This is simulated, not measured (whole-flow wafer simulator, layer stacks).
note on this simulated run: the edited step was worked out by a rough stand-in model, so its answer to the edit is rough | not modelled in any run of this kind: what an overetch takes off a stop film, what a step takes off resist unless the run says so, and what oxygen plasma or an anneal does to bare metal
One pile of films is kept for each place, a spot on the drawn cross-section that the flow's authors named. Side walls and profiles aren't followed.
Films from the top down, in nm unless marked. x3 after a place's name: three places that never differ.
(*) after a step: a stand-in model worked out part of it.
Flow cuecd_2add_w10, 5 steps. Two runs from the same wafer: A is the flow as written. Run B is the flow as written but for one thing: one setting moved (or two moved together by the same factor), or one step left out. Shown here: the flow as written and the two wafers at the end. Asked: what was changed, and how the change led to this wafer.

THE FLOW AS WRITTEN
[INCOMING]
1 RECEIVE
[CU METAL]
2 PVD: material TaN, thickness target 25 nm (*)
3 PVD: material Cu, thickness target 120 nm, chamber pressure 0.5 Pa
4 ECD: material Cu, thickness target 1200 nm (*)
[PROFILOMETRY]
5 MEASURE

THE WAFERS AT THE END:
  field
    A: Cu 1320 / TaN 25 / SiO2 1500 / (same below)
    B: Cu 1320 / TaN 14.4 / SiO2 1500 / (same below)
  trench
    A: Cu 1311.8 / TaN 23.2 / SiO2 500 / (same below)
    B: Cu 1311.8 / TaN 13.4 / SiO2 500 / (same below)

The cause: step 2, PVD: thickness target 14.4 nm was run, where the flow has thickness target 25 nm.
It can be read off the wafer: field has TaN 14.4, and step 2 as written asks for 25 nm.

How the change led to this, step by step:
  2 PVD: material TaN, thickness target 25 nm (*)
      field: A TaN +25 (new film) | B TaN +14.4 (new film)
      trench: A TaN +23.2 (new film) | B TaN +13.4 (new film)
